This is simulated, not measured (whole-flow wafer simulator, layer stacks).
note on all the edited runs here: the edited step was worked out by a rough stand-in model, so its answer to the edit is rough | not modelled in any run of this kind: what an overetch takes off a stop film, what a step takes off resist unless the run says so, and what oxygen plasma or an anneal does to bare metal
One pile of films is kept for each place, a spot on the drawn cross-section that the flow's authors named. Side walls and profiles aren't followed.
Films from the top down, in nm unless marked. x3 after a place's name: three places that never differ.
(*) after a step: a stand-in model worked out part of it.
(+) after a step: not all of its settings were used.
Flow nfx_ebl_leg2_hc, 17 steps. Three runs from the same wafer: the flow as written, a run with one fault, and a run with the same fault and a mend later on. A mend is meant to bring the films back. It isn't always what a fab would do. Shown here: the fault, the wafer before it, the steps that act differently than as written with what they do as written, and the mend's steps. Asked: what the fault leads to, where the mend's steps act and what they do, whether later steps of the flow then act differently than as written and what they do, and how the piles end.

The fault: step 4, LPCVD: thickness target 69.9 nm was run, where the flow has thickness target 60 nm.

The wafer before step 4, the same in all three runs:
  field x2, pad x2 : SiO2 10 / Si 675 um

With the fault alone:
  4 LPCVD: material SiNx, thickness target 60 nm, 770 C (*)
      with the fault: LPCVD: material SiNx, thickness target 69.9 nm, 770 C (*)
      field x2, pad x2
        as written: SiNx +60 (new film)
        with the fault: SiNx +69.9 (new film)
  Later steps of the flow that act differently than as written:
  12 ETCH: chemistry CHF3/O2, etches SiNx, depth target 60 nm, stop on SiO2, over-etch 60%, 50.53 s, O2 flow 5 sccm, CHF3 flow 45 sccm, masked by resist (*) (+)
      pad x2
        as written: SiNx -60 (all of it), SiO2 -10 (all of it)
        with the fault: SiNx -69.9 (all of it), SiO2 -10 (all of it)
  At the end the piles differ from the flow's by more than 2% or 0.5 nm, whichever is larger, at field x2.
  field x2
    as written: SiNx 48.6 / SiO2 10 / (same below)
    with the fault: SiNx 58.5 / SiO2 10 / (same below)

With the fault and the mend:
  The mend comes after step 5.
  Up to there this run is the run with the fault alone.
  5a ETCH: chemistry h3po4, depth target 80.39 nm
      field x2, pad x2
        SiNx -69.9 (all of it)
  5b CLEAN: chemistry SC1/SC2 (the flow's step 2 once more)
      changes no film at any place that is followed
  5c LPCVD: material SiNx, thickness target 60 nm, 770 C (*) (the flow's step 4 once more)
      field x2, pad x2
        SiNx +60 (new film)
  No later step of the flow acts differently than as written at any place that is followed.
  At the end the piles are the same as the flow's at every place that both follow.
